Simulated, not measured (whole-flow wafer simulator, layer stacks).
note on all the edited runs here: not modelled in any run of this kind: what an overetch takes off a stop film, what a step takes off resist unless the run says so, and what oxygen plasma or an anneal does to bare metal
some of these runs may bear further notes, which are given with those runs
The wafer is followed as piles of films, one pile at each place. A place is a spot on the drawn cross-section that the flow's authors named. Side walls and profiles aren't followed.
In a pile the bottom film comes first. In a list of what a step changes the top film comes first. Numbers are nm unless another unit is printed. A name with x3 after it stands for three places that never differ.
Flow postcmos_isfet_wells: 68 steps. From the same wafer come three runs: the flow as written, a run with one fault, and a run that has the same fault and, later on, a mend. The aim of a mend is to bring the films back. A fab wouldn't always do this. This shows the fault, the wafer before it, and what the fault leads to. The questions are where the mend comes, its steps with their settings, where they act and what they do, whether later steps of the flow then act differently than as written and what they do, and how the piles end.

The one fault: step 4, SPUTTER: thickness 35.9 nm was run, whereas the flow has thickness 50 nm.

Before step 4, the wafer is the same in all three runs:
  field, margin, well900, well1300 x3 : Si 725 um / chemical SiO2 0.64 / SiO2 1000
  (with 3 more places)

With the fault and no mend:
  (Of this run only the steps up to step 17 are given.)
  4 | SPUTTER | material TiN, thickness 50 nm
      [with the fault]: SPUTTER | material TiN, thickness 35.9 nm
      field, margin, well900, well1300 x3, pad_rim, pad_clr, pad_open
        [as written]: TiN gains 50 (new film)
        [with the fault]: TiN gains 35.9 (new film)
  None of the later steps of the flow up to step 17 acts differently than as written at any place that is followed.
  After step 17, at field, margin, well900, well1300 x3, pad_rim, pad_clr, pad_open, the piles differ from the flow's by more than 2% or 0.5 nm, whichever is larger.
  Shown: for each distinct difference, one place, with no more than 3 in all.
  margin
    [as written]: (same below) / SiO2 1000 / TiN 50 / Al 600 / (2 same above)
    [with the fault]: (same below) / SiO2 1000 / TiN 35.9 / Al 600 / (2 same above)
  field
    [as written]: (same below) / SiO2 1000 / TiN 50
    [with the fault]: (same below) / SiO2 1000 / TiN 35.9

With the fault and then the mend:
  After step 4 comes the mend.
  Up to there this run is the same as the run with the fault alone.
  4a | ETCH | chemistry peroxide tin strip, depth target 41.28 nm
      field, margin, well900, well1300 x3, pad_rim, pad_clr, pad_open
        TiN loses 35.9 (all of it)
  4b | SPUTTER | material TiN, thickness 50 nm (the flow's step 4 again)
      field, margin, well900, well1300 x3, pad_rim, pad_clr, pad_open
        TiN gains 50 (new film)
  None of the later steps of the flow acts differently than as written at any place that is followed.
  By the end, the piles equal the flow's at every place that both follow.
